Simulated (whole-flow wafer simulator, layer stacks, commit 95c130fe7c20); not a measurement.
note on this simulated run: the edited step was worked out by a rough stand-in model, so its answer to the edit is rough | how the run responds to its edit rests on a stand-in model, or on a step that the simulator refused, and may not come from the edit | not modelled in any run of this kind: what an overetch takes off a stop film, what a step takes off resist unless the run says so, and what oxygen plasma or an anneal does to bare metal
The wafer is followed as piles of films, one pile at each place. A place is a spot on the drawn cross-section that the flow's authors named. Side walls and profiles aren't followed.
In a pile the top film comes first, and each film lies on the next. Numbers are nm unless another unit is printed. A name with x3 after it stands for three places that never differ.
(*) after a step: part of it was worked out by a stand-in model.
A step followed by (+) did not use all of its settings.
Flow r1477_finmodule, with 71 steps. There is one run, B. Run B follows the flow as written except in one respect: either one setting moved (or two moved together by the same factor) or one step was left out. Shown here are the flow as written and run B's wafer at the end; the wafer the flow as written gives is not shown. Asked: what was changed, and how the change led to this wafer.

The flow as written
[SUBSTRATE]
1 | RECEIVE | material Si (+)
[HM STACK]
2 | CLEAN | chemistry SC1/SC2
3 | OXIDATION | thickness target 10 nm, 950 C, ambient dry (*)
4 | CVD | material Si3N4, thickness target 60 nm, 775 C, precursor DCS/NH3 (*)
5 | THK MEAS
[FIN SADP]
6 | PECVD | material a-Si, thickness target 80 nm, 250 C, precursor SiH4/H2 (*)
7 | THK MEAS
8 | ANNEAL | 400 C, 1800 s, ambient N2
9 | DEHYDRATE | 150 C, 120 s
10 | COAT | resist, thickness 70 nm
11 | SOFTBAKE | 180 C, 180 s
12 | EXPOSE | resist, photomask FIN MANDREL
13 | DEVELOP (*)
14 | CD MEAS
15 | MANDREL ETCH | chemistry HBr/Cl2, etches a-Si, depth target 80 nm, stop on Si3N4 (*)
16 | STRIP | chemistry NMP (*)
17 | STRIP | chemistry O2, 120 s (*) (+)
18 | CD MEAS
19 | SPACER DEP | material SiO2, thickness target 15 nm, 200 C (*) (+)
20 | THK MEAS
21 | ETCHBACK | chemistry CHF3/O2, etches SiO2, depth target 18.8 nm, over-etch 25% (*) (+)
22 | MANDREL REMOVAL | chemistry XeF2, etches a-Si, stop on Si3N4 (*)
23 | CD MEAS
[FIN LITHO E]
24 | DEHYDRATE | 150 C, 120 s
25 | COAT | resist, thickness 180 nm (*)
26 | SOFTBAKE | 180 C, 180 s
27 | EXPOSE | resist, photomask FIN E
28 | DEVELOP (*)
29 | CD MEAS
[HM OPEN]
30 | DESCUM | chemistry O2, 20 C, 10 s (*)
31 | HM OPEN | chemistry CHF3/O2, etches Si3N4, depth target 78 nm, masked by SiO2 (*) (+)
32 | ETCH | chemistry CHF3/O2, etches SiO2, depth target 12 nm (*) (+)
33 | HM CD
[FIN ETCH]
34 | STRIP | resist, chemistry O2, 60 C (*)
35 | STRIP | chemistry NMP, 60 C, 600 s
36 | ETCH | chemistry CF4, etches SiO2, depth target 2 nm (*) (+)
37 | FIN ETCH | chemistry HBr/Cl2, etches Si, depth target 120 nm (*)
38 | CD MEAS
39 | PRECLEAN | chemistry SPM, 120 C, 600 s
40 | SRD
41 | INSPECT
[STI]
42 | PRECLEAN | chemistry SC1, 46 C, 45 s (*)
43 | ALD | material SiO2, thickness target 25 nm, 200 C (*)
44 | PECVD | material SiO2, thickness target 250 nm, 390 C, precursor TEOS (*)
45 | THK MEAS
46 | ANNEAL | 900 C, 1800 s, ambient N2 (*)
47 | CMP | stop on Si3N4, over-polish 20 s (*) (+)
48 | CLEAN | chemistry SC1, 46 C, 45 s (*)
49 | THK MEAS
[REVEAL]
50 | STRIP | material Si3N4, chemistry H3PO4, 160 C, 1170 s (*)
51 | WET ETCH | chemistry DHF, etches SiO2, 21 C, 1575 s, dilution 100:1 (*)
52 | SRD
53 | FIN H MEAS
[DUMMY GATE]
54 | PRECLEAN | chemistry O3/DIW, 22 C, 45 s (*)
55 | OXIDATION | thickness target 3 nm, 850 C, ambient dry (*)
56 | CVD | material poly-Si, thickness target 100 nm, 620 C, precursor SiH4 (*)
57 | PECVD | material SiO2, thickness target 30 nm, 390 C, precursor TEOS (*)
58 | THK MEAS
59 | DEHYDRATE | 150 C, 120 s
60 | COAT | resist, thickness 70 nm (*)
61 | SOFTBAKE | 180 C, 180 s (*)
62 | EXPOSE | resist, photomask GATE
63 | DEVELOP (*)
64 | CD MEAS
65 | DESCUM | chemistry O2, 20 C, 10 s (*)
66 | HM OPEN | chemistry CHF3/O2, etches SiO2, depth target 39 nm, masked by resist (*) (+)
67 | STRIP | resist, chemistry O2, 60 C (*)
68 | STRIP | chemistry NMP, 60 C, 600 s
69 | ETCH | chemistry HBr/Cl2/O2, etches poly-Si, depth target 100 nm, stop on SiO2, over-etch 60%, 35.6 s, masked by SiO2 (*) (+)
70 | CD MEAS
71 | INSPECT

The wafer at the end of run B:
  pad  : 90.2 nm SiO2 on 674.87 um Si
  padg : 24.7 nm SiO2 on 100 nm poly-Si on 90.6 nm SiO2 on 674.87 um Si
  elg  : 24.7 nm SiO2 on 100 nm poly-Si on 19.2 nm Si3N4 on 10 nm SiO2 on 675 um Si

What caused this: step 4, CVD: thickness target 47.4 nm was run, though the flow has thickness target 60 nm.

How this came from the change, step by step:
  4 | CVD | material Si3N4, thickness target 60 nm, 775 C, precursor DCS/NH3 (*)
      pad, padg, elg and 33 more: +47.4 Si3N4 (new film) (it would be, as written: +60 Si3N4 (new film))
  31 | HM OPEN | chemistry CHF3/O2, etches Si3N4, depth target 78 nm, masked by SiO2 (*) (+)
      pad, padg, esg and 13 more: -43.8 Si3N4 (all of it), -10 SiO2 (all of it) (it would be, as written: -56.4 Si3N4 (all of it), -10 SiO2 (all of it))
      elg, e40lg, e100lg, e200lg, elo, e40lo, e100lo, e200lo: -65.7 resist (it would be, as written: -78 resist)
      (also at 12 further places)
  34 | STRIP | resist, chemistry O2, 60 C (*)
      elg, e40lg, e100lg, e200lg, elo, e40lo, e100lo, e200lo: -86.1 resist (all of it) (it would be, as written: -73.8 resist (all of it))
  43 | ALD | material SiO2, thickness target 25 nm, 200 C (*)
      s40cg, s45cg, s50cg, s40co, s45co, s50co: +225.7 SiO2 (new film) (it would be, as written: +232.1 SiO2 (new film))
      esg: +181.6 SiO2 (new film) (it would be, as written: +194.3 SiO2 (new film))
  47 | CMP | stop on Si3N4, over-polish 20 s (*) (+)
      pad, padg, e40sg and 11 more: -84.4 SiO2 (it would be, as written: -71.8 SiO2)
      s40cg, s45cg, s50cg, s40co, s45co, s50co: -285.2 SiO2 (it would be, as written: -279 SiO2)
      (also at 7 further places)
  50 | STRIP | material Si3N4, chemistry H3PO4, 160 C, 1170 s (*)
      s40sg_line, s45sg_line, s50sg_line, s40so_line, s45so_line, s50so_line: -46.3 Si3N4 (all of it), -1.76 SiO2 (it would be, as written: -58.9 Si3N4 (all of it), -1.37 SiO2)
  56 | CVD | material poly-Si, thickness target 100 nm, 620 C, precursor SiH4 (*)
      s40cg, s40co: +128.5 poly-Si (new film) (it would be, as written: +113.9 poly-Si (new film))
      s45cg, s45co: +128.5 poly-Si (new film) (it would be, as written: +113.4 poly-Si (new film))
      (also at 2 further places)
  60 | COAT | resist, thickness 70 nm (*)
      s40cg, s40co: +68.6 resist (new film) (it would be, as written: +70.6 resist (new film))
      s40sg, s40so: +103.6 resist (new film) (it would be, as written: +91 resist (new film))
      (also at 8 further places)
  63 | DEVELOP (*)
      s40co: -68.6 resist (all of it) (it would be, as written: -70.6 resist (all of it))
      s40so: -103.6 resist (all of it) (it would be, as written: -91 resist (all of it))
      (also at 4 further places)
  67 | STRIP | resist, chemistry O2, 60 C (*)
      s40cg: -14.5 resist (all of it) (it would be, as written: -16.5 resist (all of it))
      s40sg: -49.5 resist (all of it) (it would be, as written: -36.9 resist (all of it))
      (also at 4 further places)
  69 | ETCH | chemistry HBr/Cl2/O2, etches poly-Si, depth target 100 nm, stop on SiO2, over-etch 60%, 35.6 s, masked by SiO2 (*) (+)
      s40co: -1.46 chemical SiO2 (all of it), -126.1 poly-Si (all of it), -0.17 SiO2 (it would be, as written: -1.46 chemical SiO2 (all of it), -111.5 poly-Si (all of it), -0.24 SiO2)
      s45co: -1.46 chemical SiO2 (all of it), -126.1 poly-Si (all of it), -0.17 SiO2 (it would be, as written: -1.46 chemical SiO2 (all of it), -110.9 poly-Si (all of it), -0.25 SiO2)
      (also at 1 further place)
